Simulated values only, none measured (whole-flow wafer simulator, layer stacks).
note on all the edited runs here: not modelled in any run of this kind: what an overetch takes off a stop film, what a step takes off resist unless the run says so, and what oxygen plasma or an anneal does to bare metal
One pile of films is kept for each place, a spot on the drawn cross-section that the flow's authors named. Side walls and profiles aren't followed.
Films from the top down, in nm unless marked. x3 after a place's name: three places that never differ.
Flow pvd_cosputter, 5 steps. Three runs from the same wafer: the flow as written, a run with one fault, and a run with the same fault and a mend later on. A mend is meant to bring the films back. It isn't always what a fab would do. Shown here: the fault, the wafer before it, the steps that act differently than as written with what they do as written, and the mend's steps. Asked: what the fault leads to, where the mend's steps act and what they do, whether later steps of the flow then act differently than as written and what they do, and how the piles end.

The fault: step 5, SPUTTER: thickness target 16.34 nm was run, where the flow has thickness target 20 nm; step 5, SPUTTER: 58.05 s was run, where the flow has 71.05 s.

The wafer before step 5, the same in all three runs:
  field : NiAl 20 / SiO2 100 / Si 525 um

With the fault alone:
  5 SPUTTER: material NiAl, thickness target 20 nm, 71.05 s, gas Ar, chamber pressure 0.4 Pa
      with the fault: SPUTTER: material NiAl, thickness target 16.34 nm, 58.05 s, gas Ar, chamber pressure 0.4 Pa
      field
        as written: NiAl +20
        with the fault: NiAl +16.3
  No later step of the flow acts differently than as written at any place that is followed.
  At the end the piles differ from the flow's by more than 2% or 0.5 nm, whichever is larger, at field.
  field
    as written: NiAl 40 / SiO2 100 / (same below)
    with the fault: NiAl 36.3 / SiO2 100 / (same below)

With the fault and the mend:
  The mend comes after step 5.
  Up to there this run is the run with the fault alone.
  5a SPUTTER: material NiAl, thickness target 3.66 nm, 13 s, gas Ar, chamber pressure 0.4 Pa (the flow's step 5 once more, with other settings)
      field
        NiAl +3.66
  No later step of the flow acts differently than as written at any place that is followed.
  At the end the piles are the same as the flow's at every place that both follow.
